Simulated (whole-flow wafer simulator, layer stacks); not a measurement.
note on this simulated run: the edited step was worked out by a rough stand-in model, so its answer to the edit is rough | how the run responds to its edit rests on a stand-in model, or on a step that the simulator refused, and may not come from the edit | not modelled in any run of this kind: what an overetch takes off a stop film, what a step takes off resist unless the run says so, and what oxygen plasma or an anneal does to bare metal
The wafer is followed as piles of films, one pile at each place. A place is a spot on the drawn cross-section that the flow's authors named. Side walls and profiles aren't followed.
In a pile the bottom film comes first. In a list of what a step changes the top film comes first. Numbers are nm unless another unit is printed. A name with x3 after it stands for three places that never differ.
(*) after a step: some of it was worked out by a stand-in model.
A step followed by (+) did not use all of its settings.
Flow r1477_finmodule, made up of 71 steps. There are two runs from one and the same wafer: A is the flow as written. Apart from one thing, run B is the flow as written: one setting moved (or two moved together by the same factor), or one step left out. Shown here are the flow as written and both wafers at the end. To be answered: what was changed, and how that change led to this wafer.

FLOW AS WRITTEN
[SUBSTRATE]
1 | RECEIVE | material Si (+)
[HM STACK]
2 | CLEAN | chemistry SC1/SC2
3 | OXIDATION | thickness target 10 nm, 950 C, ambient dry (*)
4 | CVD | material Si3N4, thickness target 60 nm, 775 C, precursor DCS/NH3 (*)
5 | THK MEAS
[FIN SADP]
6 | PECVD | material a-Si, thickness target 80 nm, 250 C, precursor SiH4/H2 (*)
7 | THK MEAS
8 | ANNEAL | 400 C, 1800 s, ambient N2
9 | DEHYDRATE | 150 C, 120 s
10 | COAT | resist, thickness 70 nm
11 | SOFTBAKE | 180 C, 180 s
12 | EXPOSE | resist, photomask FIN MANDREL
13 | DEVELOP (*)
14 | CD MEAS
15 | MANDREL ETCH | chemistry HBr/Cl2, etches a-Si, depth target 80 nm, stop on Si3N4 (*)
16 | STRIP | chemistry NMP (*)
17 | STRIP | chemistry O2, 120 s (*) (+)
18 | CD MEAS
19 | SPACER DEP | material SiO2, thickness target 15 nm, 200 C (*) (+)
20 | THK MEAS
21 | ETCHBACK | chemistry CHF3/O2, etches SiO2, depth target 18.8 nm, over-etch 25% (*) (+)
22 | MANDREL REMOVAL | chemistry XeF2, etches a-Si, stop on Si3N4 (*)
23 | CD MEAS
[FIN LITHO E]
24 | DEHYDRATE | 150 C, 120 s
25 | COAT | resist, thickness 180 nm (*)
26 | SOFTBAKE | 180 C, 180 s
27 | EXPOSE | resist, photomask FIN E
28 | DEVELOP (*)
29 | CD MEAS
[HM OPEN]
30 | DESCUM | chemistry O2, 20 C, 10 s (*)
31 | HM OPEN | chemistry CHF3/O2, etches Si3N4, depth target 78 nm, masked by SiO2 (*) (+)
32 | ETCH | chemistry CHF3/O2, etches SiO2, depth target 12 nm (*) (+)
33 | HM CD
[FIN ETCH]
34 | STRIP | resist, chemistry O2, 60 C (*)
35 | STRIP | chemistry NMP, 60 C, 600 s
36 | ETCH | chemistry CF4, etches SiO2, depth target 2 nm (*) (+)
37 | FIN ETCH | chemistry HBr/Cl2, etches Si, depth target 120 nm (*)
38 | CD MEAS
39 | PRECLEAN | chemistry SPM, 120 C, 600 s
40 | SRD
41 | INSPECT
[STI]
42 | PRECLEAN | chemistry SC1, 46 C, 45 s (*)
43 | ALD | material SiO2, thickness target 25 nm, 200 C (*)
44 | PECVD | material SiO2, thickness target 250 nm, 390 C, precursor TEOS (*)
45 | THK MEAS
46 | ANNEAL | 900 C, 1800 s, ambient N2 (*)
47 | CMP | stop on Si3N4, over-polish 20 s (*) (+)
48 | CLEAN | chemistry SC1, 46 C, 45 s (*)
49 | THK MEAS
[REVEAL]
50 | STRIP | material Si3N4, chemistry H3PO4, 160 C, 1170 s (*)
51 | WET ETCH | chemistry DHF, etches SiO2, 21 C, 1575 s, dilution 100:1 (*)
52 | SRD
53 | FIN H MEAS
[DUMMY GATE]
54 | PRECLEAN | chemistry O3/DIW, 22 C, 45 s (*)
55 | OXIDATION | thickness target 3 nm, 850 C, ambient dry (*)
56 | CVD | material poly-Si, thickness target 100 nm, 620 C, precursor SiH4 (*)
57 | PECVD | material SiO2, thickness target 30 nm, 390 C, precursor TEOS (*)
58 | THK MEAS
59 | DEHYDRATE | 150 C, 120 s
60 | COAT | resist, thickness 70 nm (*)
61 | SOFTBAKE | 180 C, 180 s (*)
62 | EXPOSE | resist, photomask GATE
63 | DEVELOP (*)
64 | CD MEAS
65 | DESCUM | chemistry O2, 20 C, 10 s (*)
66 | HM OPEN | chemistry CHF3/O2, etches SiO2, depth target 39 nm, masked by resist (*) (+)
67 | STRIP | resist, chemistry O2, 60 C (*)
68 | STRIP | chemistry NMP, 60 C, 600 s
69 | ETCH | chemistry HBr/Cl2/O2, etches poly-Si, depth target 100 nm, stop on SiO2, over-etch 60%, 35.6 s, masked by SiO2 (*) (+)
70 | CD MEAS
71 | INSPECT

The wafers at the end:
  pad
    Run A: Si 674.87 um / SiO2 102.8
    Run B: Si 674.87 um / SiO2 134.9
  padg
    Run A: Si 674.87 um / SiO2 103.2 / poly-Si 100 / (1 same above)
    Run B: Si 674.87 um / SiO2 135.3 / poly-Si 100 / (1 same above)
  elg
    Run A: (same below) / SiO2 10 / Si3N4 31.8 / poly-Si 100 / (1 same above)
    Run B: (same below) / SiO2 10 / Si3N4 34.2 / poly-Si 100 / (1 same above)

Cause: step 51, WET ETCH: 984 s was run, while the flow as written has 1575 s.

Step by step, how the change led to this:
  51 | WET ETCH | chemistry DHF, etches SiO2, 21 C, 1575 s, dilution 100:1 (*)
      pad, padg, e40sg and 12 more: A SiO2 loses 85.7 | B SiO2 loses 53.5
      elg, e40lg, e100lg, e200lg, elo, e40lo, e100lo, e200lo: A SiO2 loses 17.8 (all of it), Si3N4 loses 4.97 | B SiO2 loses 17.8 (all of it), Si3N4 loses 2.56
      (and at 7 other places as well)
  56 | CVD | material poly-Si, thickness target 100 nm, 620 C, precursor SiH4 (*)
      s40sg_line, s45sg_line, s50sg_line, s40so_line, s45so_line, s50so_line: A poly-Si gains 100 (new film) | B poly-Si gains 109.6 (new film)
      s40cg, s40co: A poly-Si gains 113.9 (new film) | B poly-Si gains 100 (new film)
      (and at 5 other places as well)
  60 | COAT | resist, thickness 70 nm (*)
      e40lg, e100lg, e200lg, elo, e40lo, e100lo, e200lo: A resist gains 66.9 (new film) | B resist gains 68.4 (new film)
      e40sg, eso, e40so: A resist gains 129.5 (new film) | B resist gains 101.3 (new film)
      (and at 22 other places as well)
  63 | DEVELOP (*)
      elo, e40lo, e100lo, e200lo: A resist loses 66.9 (all of it) | B resist loses 68.4 (all of it)
      eso, e40so: A resist loses 129.5 (all of it) | B resist loses 101.3 (all of it)
      (and at 11 other places as well)
  67 | STRIP | resist, chemistry O2, 60 C (*)
      e40lg, e100lg: A resist loses 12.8 (all of it) | B resist loses 14.2 (all of it)
      e40sg: A resist loses 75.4 (all of it) | B resist loses 47.1 (all of it)
      (and at 12 other places as well)
  69 | ETCH | chemistry HBr/Cl2/O2, etches poly-Si, depth target 100 nm, stop on SiO2, over-etch 60%, 35.6 s, masked by SiO2 (*) (+)
      s40so_line, s45so_line, s50so_line: A chemical SiO2 loses 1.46 (all of it), poly-Si loses 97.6 (all of it), SiO2 loses 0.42 | B chemical SiO2 loses 1.3 (all of it), poly-Si loses 107.2 (all of it), SiO2 loses 0.26
      s40co: A chemical SiO2 loses 1.46 (all of it), poly-Si loses 111.5 (all of it), SiO2 loses 0.24 | B chemical SiO2 loses 1.3 (all of it), poly-Si loses 97.6 (all of it), SiO2 loses 0.42
      (and at 2 other places as well)
